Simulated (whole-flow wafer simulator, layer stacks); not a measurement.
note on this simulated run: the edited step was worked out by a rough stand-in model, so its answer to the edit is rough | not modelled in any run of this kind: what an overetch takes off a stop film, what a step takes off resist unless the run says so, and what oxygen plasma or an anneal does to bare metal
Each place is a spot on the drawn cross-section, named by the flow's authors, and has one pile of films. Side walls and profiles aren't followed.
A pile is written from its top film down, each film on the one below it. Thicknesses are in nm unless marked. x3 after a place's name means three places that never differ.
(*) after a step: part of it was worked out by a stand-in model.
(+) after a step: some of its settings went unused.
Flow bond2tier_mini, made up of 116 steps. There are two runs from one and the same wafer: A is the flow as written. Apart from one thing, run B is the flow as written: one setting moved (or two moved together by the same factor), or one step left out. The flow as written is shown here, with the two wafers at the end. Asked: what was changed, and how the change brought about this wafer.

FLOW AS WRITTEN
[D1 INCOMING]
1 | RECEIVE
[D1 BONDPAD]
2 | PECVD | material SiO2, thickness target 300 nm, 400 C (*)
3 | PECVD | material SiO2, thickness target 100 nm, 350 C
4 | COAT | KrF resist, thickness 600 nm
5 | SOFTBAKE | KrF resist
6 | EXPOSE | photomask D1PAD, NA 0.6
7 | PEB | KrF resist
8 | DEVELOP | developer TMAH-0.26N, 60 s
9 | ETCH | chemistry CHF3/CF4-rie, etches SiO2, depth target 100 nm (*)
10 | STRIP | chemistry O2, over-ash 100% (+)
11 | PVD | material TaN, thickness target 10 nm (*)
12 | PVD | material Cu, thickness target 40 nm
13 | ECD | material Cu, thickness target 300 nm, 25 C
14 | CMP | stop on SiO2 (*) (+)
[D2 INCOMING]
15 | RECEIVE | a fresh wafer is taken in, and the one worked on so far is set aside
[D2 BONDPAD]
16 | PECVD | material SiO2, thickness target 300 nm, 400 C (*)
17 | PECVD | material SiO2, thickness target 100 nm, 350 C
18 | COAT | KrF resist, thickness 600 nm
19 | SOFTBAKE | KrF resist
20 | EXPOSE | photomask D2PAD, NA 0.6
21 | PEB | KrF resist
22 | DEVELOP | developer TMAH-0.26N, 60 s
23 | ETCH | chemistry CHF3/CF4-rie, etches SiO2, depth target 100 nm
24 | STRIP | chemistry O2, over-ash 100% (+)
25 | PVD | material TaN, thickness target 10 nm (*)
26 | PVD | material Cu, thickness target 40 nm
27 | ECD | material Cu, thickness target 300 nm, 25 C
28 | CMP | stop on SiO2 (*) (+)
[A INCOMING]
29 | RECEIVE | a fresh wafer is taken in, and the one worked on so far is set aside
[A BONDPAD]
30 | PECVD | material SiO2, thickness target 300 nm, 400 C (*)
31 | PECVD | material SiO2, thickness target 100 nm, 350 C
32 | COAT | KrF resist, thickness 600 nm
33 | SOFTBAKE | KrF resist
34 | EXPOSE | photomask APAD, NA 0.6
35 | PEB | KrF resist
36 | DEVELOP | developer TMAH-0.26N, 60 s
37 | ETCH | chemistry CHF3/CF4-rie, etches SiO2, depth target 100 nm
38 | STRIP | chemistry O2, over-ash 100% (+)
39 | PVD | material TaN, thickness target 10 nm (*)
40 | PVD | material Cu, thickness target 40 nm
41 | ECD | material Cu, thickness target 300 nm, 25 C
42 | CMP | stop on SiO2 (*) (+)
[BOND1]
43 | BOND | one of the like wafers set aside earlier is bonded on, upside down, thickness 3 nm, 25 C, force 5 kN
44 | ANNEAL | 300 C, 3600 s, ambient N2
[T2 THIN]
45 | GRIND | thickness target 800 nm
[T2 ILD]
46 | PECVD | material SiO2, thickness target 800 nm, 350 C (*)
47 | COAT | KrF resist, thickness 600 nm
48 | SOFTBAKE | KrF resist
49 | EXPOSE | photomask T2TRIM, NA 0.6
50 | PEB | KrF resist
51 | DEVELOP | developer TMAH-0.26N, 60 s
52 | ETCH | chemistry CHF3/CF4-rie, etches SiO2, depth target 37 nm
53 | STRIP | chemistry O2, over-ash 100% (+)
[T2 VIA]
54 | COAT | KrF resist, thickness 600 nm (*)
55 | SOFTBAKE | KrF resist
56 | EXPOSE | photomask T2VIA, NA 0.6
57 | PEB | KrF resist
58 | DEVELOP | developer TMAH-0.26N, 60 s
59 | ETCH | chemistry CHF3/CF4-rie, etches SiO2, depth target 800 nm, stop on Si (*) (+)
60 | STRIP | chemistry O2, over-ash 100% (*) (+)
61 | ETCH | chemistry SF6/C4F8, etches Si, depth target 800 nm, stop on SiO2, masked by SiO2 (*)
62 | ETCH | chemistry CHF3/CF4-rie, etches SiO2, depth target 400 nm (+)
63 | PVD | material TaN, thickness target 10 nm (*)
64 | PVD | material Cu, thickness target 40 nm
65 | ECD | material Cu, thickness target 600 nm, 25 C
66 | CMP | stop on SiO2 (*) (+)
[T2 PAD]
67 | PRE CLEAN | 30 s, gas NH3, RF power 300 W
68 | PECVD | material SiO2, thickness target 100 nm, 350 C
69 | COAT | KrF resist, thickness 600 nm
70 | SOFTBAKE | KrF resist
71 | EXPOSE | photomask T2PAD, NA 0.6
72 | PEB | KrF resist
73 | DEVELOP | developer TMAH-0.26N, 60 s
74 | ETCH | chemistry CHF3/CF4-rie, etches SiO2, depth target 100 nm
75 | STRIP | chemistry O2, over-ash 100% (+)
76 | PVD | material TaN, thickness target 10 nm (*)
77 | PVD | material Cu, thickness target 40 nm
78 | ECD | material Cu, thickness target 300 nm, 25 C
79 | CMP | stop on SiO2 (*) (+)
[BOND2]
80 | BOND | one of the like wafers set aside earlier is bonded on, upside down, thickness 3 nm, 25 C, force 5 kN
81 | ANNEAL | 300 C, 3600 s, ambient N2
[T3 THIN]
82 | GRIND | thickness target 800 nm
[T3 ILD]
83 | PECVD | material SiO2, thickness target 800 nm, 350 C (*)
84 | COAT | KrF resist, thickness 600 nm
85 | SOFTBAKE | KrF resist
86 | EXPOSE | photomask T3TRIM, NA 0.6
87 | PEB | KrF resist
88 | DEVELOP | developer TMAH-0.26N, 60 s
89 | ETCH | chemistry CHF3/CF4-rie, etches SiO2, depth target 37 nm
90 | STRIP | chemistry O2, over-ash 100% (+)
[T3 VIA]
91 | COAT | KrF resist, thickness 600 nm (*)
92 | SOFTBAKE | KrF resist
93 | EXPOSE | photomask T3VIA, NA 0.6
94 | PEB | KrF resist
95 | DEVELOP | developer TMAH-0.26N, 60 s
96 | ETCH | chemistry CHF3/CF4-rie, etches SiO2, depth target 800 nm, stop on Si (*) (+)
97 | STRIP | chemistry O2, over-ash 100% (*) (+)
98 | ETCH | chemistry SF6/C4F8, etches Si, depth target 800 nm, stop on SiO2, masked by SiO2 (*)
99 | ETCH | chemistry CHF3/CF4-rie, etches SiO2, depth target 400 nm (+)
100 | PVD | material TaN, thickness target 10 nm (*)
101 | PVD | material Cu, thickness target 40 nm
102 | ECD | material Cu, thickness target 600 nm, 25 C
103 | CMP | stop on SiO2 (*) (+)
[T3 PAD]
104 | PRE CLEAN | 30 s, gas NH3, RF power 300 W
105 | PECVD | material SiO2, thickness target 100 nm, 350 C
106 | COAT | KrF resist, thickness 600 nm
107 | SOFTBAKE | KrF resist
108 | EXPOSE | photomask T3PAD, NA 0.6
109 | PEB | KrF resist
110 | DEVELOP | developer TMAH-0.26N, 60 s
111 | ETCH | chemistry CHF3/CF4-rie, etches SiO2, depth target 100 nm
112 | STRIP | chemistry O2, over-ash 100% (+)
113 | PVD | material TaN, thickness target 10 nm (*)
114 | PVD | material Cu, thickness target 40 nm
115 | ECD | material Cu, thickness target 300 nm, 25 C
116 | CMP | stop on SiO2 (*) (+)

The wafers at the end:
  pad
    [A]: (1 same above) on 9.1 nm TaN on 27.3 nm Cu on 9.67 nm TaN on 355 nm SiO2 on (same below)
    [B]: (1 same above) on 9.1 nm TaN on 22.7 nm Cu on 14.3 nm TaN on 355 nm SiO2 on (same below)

The reason: step 100, PVD: thickness target 14.8 nm was run, whereas the flow has thickness target 10 nm.

The path from the change to this, step by step:
  100 | PVD | material TaN, thickness target 10 nm (*)
      field: A +10 TaN (new film) | B +14.8 TaN (new film)
      pad: A +9.67 TaN (new film) | B +14.3 TaN (new film)
  103 | CMP | stop on SiO2 (*) (+)
      field: A -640 Cu (all of it), -10 TaN (all of it) | B -640 Cu (all of it), -14.8 TaN (all of it)
